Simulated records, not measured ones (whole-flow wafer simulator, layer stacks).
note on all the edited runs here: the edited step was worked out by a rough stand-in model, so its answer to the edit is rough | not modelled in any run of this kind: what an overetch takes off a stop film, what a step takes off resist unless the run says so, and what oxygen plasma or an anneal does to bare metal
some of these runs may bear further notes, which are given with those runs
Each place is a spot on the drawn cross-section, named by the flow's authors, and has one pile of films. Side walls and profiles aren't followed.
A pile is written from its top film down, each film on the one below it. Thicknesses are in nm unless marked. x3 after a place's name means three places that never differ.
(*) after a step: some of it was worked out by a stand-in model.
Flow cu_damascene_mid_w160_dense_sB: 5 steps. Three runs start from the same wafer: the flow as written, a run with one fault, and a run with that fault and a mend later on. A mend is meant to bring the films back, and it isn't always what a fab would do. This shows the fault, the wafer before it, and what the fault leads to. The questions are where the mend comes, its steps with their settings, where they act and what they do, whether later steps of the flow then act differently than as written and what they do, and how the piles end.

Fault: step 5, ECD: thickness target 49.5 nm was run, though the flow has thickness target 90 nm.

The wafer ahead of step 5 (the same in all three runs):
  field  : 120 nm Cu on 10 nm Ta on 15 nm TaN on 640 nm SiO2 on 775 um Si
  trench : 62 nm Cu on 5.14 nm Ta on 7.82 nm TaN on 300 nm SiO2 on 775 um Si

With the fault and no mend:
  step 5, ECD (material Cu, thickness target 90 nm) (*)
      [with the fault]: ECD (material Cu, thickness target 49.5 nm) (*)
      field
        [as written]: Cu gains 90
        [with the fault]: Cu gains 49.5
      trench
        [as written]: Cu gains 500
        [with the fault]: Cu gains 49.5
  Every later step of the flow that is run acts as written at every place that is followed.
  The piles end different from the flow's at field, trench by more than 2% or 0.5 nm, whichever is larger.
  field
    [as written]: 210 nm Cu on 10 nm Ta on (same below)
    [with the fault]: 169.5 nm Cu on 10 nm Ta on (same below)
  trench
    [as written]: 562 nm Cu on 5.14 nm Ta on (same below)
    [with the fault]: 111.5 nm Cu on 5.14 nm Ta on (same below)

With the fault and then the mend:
  The mend follows step 5.
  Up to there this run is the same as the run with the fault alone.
  step 5a, ECD (material Cu, thickness target 40.5 nm) (*) (a further turn of the flow's step 5, with different settings)
      field
        Cu gains 40.5
      trench
        Cu gains 450.5
  Every later step of the flow that is run acts as written at every place that is followed.
  By the end, the piles equal the flow's at every place that both follow.
